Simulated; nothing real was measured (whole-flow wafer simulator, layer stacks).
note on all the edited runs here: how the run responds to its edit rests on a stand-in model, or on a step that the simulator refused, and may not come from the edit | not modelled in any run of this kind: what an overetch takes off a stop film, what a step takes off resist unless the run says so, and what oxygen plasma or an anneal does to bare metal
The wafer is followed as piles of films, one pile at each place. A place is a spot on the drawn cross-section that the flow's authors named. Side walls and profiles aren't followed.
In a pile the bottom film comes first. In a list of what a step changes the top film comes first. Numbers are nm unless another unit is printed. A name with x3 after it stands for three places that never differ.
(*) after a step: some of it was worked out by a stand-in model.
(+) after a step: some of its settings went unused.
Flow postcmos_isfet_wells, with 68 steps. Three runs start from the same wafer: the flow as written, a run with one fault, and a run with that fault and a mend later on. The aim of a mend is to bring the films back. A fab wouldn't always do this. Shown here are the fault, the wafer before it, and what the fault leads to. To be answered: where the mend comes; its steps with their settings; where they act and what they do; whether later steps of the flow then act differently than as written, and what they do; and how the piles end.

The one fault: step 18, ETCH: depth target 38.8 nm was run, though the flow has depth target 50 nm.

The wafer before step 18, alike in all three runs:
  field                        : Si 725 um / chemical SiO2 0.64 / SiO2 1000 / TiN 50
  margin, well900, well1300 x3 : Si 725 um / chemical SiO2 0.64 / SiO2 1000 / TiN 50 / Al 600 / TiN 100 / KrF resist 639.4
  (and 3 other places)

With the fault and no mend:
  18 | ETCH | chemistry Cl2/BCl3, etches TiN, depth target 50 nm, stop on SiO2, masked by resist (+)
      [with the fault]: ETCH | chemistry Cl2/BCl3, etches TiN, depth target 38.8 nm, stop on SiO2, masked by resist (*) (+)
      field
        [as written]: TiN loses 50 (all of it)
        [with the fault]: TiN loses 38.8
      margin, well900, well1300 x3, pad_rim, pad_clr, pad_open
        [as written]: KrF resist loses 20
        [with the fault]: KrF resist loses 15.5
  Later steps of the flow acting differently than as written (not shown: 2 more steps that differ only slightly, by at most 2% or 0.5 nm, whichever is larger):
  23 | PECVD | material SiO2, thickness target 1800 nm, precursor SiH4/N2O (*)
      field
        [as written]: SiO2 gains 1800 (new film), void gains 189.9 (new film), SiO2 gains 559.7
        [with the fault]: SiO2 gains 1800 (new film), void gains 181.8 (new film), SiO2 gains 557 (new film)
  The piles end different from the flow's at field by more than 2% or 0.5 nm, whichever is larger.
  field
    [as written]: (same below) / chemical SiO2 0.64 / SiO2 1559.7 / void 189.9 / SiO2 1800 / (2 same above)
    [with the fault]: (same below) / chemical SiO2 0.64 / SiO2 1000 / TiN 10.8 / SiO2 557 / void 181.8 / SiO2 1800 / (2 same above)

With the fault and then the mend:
  The mend follows step 18.
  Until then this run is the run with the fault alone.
  18a | ETCH | chemistry Cl2/BCl3, etches TiN, depth target 11.2 nm, stop on SiO2, masked by resist (the flow's step 18 again, with other settings)
      margin, well900, well1300 x3, pad_rim, pad_clr, pad_open
        KrF resist loses 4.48
      field
        TiN loses 11.2 (all of it)
  Later steps of the flow that are run all act as written at every place that is followed.
  At every place that both follow, the piles at the end match the flow's.
